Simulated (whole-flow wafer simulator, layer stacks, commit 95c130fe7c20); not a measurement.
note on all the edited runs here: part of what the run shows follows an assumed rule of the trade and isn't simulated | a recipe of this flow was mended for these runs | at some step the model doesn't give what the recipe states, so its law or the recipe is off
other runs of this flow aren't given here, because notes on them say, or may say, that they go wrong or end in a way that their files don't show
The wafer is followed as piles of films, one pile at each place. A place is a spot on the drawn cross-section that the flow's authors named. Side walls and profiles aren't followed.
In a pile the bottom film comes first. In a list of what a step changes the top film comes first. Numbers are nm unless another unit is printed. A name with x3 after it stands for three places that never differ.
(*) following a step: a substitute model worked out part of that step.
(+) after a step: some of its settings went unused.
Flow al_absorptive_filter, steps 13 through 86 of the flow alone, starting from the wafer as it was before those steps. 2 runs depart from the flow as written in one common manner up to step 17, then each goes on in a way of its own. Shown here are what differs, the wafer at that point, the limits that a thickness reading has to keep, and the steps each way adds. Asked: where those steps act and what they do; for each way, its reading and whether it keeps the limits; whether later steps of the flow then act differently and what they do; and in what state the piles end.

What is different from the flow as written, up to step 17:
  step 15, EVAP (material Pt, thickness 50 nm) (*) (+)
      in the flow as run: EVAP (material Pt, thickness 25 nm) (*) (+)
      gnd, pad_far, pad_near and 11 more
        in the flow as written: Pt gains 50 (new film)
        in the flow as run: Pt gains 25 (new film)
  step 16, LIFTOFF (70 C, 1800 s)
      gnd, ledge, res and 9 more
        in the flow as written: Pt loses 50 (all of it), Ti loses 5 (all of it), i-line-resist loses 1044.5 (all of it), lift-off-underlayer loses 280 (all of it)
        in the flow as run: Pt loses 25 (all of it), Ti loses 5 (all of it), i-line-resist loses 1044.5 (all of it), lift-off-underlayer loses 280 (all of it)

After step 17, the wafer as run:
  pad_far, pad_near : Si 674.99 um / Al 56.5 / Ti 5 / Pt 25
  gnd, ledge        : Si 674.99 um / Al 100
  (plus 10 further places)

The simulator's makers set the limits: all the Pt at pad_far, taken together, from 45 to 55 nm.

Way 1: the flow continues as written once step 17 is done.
  After step 17, the reading is 25 nm, outside the limits.
  Later steps of the flow acting differently than as written (21 more steps, not shown, differ only slightly: by at most 2% or 0.5 nm, whichever is larger):
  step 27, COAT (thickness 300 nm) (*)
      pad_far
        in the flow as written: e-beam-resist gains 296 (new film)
        going this way: e-beam-resist gains 302.5 (new film)
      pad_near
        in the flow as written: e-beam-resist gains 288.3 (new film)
        going this way: e-beam-resist gains 296.4 (new film)
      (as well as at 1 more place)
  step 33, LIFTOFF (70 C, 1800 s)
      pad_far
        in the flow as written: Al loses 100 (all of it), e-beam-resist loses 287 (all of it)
        going this way: Al loses 100 (all of it), e-beam-resist loses 293.4 (all of it)
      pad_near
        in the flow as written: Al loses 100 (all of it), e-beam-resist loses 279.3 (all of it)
        going this way: Al loses 100 (all of it), e-beam-resist loses 287.4 (all of it)
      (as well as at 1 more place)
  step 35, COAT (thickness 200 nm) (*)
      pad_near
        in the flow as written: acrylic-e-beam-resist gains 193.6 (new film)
        going this way: acrylic-e-beam-resist gains 198.4 (new film)
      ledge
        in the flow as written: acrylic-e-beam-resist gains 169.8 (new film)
        going this way: acrylic-e-beam-resist gains 161.2 (new film)
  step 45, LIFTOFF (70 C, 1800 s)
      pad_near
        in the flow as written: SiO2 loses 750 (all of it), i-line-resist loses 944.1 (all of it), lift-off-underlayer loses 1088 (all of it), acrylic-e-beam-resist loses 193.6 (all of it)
        going this way: SiO2 loses 750 (all of it), i-line-resist loses 948.6 (all of it), lift-off-underlayer loses 1095.9 (all of it), acrylic-e-beam-resist loses 198.4 (all of it)
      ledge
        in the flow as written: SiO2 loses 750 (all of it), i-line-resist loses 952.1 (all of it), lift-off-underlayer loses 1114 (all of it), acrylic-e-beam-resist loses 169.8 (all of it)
        going this way: SiO2 loses 750 (all of it), i-line-resist loses 953.9 (all of it), lift-off-underlayer loses 1113.5 (all of it), acrylic-e-beam-resist loses 161.2 (all of it)
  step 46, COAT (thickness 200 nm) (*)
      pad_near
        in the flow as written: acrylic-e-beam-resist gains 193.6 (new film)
        going this way: acrylic-e-beam-resist gains 198.4 (new film)
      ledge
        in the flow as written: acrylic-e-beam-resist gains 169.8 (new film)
        going this way: acrylic-e-beam-resist gains 161.2 (new film)
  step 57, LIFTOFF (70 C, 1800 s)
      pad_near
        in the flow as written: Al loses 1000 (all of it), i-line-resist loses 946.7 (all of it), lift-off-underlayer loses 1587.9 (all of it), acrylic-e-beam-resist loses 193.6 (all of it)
        going this way: Al loses 1000 (all of it), i-line-resist loses 950.1 (all of it), lift-off-underlayer loses 1596.9 (all of it), acrylic-e-beam-resist loses 198.4 (all of it)
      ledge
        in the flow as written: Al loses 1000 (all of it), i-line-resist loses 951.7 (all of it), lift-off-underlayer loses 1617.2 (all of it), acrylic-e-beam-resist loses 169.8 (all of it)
        going this way: Al loses 1000 (all of it), i-line-resist loses 953.3 (all of it), lift-off-underlayer loses 1617 (all of it), acrylic-e-beam-resist loses 161.2 (all of it)
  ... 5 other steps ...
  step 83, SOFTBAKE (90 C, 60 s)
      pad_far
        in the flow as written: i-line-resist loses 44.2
        going this way: i-line-resist loses 42.2
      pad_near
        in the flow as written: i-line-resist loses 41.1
        going this way: i-line-resist loses 39.4
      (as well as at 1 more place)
  By the end, the piles at pad_far, pad_near depart from the flow's by more than 2% or 0.5 nm, whichever is larger.
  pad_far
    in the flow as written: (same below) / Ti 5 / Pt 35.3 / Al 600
    going this way: (same below) / Ti 5 / Pt 10.3 / Al 600
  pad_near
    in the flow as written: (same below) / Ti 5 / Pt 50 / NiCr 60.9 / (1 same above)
    going this way: (same below) / Ti 5 / Pt 25 / NiCr 60.9 / (1 same above)

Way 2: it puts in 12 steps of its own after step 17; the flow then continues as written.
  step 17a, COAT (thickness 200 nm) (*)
      xa_field, xa_margin, xa_strip and 6 more
        acrylic-e-beam-resist gains 200 (new film)
      gnd
        acrylic-e-beam-resist gains 199 (new film)
      pad_far
        acrylic-e-beam-resist gains 201.7 (new film)
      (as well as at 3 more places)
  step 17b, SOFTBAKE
      alters no film at any place that is followed
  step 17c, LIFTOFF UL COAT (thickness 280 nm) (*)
      xa_field, xa_margin, xa_strip and 6 more
        lift-off-underlayer gains 280 (new film)
      gnd
        lift-off-underlayer gains 279 (new film)
      pad_far
        lift-off-underlayer gains 282.7 (new film)
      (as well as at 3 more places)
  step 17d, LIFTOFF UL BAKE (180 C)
      alters no film at any place that is followed
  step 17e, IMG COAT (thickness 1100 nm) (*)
      xa_field, xa_margin, xa_strip and 6 more
        i-line-resist gains 1100 (new film)
      gnd
        i-line-resist gains 1099.1 (new film)
      pad_far
        i-line-resist gains 1104.6 (new film)
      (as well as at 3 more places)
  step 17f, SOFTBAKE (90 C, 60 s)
      pad_far
        i-line-resist gains 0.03
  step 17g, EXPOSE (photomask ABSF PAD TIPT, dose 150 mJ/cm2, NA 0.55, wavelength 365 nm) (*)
      alters no film at any place that is followed
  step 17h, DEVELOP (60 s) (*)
      gnd, ledge, res and 9 more
        i-line-resist loses 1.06
      pad_far
        i-line-resist loses 1104.7 (all of it), lift-off-underlayer loses 282.7 (all of it)
      pad_near
        i-line-resist loses 1104 (all of it), lift-off-underlayer loses 282.6 (all of it)
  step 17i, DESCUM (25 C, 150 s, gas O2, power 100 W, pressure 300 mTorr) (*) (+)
      gnd, ledge, res and 9 more
        i-line-resist loses 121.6
      pad_far
        acrylic-e-beam-resist loses 201.7 (all of it)
      pad_near
        acrylic-e-beam-resist loses 202.6 (all of it)
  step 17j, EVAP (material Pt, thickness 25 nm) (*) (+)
      gnd, ledge, res and 9 more
        Pt gains 25 (new film)
      pad_far, pad_near
        Pt gains 25
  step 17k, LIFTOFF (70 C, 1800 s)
      xa_field, xa_margin, xa_strip and 6 more
        Pt loses 25 (all of it), i-line-resist loses 977.4 (all of it), lift-off-underlayer loses 280 (all of it), acrylic-e-beam-resist loses 200 (all of it)
      gnd
        Pt loses 25 (all of it), i-line-resist loses 976.4 (all of it), lift-off-underlayer loses 279 (all of it), acrylic-e-beam-resist loses 199 (all of it)
      ledge
        Pt loses 25 (all of it), i-line-resist loses 978.6 (all of it), lift-off-underlayer loses 279.7 (all of it), acrylic-e-beam-resist loses 195.4 (all of it)
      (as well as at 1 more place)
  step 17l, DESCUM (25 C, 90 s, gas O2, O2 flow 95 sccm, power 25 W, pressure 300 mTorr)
      alters no film at any place that is followed
  After step 17l, the reading is 50 nm, within the limits.
  None of the later steps of the flow acts differently than as written at any place that is followed.
  At every place that both follow, the piles at the end match the flow's.

Inside the limits: way 2. Outside the limits: way 1.
